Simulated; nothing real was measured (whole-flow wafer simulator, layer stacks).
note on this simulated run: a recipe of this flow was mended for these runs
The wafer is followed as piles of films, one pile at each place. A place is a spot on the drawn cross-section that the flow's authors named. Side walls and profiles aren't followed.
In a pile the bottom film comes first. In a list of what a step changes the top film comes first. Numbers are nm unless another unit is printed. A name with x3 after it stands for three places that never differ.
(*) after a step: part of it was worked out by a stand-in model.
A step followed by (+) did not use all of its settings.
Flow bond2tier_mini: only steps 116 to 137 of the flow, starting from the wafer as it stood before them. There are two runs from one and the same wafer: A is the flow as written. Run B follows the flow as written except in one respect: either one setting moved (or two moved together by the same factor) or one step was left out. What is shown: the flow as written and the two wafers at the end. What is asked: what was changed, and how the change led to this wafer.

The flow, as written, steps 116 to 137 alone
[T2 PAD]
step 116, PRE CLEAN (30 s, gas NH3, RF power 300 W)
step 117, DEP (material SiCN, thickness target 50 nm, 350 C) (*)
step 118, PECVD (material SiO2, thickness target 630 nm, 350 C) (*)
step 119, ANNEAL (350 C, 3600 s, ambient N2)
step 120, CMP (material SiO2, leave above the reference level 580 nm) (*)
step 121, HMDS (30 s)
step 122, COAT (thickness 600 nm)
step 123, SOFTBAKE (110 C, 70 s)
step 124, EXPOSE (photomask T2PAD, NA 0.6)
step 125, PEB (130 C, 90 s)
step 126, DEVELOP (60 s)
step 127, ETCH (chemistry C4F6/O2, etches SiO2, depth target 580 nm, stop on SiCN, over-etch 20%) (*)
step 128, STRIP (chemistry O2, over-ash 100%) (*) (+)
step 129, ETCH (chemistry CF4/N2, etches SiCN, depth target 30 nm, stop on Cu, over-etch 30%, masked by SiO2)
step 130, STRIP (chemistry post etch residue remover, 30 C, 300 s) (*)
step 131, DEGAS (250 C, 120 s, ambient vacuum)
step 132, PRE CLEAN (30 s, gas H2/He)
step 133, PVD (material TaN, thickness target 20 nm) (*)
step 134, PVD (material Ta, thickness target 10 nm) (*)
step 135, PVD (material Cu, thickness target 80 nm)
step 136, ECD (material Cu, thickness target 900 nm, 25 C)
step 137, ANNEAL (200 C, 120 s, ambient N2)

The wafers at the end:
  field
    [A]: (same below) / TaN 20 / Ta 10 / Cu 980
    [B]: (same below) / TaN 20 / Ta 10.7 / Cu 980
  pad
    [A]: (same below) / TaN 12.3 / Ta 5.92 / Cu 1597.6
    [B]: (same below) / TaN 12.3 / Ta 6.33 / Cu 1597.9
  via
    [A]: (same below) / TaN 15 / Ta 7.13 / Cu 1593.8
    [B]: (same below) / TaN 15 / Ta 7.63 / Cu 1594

The reason: step 134, PVD: thickness target 10.7 nm was run, whereas the flow has thickness target 10 nm.
The wafer lets one read it off: field has Ta 10.7, and step 134 as written asks for 10 nm.

The path from the change to this, step by step:
  step 134, PVD (material Ta, thickness target 10 nm) (*)
      field: A Ta gains 10 (new film) | B Ta gains 10.7 (new film)
